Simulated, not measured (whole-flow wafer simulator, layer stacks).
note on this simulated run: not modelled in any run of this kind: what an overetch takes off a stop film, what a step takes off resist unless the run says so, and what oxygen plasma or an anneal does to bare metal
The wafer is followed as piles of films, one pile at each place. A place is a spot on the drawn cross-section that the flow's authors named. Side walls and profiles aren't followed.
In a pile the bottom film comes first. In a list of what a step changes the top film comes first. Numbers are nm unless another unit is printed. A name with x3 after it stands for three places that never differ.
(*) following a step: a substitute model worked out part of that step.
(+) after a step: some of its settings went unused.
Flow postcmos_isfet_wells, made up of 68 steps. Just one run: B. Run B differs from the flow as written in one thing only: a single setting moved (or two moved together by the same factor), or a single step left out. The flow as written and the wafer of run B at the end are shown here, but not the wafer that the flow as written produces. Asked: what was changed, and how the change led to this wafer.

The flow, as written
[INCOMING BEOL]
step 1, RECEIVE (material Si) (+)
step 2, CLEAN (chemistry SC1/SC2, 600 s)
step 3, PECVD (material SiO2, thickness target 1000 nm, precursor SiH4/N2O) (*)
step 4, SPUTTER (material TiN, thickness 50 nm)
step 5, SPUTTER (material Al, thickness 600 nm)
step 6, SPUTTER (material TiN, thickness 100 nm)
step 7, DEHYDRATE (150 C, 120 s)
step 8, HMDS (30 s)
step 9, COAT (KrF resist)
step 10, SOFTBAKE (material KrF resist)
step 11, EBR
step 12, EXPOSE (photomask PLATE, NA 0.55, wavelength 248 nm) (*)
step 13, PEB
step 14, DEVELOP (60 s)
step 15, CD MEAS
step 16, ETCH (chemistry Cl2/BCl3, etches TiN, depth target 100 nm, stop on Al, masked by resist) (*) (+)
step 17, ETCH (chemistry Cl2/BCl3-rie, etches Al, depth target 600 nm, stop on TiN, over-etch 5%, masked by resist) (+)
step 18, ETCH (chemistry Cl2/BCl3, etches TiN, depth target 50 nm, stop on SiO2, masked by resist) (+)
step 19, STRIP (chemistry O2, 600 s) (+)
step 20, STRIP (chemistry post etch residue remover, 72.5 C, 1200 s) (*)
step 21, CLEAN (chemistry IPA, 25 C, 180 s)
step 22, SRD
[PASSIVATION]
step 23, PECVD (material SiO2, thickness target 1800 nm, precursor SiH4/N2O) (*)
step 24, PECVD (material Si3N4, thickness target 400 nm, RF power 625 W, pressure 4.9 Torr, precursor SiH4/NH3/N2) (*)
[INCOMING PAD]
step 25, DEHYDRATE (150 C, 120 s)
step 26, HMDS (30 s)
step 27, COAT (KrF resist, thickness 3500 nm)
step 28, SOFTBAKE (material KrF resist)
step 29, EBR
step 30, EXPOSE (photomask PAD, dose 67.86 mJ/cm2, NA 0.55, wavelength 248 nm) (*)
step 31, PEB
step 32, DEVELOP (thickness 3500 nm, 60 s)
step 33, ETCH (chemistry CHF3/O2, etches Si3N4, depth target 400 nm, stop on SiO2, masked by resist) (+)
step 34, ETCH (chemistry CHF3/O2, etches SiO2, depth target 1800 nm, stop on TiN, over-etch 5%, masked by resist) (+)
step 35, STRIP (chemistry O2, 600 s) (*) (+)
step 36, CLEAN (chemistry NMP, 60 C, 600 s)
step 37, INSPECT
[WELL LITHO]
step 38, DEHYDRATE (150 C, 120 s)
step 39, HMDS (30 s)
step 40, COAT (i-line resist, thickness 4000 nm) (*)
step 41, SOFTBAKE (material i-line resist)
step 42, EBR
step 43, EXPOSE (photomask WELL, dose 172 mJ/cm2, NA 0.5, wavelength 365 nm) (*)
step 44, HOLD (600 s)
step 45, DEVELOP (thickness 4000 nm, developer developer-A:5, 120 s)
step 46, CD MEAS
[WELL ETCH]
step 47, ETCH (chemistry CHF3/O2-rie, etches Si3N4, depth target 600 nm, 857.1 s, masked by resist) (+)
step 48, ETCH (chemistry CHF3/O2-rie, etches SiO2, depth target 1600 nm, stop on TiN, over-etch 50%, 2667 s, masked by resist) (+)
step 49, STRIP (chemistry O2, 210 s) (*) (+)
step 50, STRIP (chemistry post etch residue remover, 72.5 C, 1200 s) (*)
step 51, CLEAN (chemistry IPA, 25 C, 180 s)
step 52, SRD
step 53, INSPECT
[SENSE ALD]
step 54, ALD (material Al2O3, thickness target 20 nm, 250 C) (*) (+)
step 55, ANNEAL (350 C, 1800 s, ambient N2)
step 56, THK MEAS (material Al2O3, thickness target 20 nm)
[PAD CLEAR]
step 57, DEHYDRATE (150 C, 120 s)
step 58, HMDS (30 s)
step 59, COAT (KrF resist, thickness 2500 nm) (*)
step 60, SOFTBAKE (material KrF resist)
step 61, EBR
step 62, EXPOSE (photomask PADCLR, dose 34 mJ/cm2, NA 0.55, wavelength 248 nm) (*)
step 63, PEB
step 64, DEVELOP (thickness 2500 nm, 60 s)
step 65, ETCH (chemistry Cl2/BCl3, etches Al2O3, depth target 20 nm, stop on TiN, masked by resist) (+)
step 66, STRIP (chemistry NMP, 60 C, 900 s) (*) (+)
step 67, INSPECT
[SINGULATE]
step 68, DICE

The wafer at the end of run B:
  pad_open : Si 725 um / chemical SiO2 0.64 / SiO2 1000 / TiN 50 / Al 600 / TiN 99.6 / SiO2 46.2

The reason: step 33, ETCH: depth target 356 nm was run, whereas the flow has depth target 400 nm.

Step by step, how the change led to this:
  step 33, ETCH (chemistry CHF3/O2, etches Si3N4, depth target 400 nm, stop on SiO2, masked by resist) (+)
      pad_open: -356 Si3N4 (in the flow as written it would be: -400 Si3N4 (all of it))
      field, margin, well900, well1300 x3, pad_rim, pad_clr: -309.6 KrF resist (in the flow as written it would be: -347.8 KrF resist)
  step 34, ETCH (chemistry CHF3/O2, etches SiO2, depth target 1800 nm, stop on TiN, over-etch 5%, masked by resist) (+)
      pad_open: -44 Si3N4 (all of it), -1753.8 SiO2 (in the flow as written it would be: -1800 SiO2 (all of it))
  step 35, STRIP (chemistry O2, 600 s) (*) (+)
      field, margin, well900, well1300 x3, pad_rim, pad_clr: -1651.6 KrF resist (all of it) (in the flow as written it would be: -1613.3 KrF resist (all of it))
  step 41, SOFTBAKE (material i-line resist)
      pad_clr: -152 i-line resist (in the flow as written it would be: -156.7 i-line resist)
